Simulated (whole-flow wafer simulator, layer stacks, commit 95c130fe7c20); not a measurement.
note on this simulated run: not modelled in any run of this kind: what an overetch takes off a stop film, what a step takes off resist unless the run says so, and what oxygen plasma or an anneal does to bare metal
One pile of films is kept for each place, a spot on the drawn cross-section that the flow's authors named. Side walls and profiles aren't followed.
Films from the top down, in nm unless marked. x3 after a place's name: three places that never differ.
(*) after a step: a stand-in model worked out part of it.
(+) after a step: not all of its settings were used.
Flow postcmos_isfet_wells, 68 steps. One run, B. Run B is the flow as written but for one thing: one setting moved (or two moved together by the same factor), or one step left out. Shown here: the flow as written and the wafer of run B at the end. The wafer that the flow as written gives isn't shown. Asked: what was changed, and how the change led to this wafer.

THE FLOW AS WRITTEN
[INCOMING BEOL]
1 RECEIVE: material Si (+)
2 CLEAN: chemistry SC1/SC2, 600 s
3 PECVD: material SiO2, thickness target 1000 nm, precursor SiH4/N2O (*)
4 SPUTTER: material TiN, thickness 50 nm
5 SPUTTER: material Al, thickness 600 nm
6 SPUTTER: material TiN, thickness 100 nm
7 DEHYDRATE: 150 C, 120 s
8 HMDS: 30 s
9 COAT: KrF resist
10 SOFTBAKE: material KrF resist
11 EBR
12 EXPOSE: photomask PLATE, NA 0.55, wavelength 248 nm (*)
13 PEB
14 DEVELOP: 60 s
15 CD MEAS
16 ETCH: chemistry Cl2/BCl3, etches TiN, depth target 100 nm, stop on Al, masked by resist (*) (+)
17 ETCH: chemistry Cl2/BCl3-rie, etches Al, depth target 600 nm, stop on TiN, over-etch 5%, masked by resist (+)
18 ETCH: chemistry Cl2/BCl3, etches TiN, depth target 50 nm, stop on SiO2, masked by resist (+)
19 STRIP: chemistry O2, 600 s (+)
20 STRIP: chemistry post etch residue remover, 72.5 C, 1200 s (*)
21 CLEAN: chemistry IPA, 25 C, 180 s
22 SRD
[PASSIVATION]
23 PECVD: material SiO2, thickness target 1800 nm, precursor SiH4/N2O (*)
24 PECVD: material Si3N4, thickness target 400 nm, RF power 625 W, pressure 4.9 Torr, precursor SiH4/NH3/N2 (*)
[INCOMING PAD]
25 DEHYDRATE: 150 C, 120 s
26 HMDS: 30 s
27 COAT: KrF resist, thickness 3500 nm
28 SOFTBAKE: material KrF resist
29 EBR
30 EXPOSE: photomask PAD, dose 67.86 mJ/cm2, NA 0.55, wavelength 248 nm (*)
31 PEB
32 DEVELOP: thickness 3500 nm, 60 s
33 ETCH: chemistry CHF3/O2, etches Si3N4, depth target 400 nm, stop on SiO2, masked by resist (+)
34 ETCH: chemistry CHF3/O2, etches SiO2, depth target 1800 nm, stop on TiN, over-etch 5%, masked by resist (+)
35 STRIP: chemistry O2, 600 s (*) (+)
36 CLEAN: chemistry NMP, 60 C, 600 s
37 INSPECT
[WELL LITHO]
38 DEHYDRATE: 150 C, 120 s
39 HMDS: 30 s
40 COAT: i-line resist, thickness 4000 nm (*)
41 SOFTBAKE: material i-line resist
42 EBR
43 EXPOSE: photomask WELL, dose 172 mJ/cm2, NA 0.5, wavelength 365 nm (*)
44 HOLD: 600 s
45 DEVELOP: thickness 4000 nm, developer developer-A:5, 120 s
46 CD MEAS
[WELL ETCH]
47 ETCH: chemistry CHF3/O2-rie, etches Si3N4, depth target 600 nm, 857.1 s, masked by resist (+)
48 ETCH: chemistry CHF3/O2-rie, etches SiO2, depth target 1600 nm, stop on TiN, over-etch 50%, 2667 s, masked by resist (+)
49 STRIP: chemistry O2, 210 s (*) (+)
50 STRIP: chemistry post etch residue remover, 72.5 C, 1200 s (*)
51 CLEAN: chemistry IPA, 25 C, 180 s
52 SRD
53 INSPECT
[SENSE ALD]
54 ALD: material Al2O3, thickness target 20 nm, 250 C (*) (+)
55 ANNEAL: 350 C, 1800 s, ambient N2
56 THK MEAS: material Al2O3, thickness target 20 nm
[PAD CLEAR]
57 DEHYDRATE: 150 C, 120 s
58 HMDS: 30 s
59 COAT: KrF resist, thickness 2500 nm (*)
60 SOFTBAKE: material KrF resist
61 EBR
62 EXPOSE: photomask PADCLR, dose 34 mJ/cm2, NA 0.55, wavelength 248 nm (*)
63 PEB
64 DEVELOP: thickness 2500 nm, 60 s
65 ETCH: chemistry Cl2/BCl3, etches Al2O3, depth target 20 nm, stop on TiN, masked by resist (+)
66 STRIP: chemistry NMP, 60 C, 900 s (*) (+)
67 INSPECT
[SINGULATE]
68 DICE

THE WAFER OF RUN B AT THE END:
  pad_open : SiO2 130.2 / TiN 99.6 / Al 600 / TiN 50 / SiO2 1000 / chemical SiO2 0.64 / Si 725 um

The cause: step 33, ETCH: depth target 276 nm was run, where the flow has depth target 400 nm.

How the change led to this, step by step:
  33 ETCH: chemistry CHF3/O2, etches Si3N4, depth target 400 nm, stop on SiO2, masked by resist (+)
      pad_open: Si3N4 -276 (as written it would be: Si3N4 -400 (all of it))
      field, margin, well900, well1300 x3, pad_rim, pad_clr: KrF resist -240 (as written it would be: KrF resist -347.8)
  34 ETCH: chemistry CHF3/O2, etches SiO2, depth target 1800 nm, stop on TiN, over-etch 5%, masked by resist (+)
      pad_open: Si3N4 -124 (all of it), SiO2 -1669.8 (as written it would be: SiO2 -1800 (all of it))
  35 STRIP: chemistry O2, 600 s (*) (+)
      field, margin, well900, well1300 x3, pad_rim, pad_clr: KrF resist -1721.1 (all of it) (as written it would be: KrF resist -1613.3 (all of it))
  41 SOFTBAKE: material i-line resist
      pad_clr: i-line resist -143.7 (as written it would be: i-line resist -156.7)
      pad_open: i-line resist +109.6 (as written it would be: i-line resist +115.3)
  49 STRIP: chemistry O2, 210 s (*) (+)
      pad_clr: i-line resist -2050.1 (all of it) (as written it would be: i-line resist -1996.5 (all of it))
  59 COAT: KrF resist, thickness 2500 nm (*)
      pad_clr: KrF resist +1735.3 (new film) (as written it would be: KrF resist +1691.6 (new film))
  64 DEVELOP: thickness 2500 nm, 60 s
      pad_clr: KrF resist -1719.6 (all of it) (as written it would be: KrF resist -1676 (all of it))
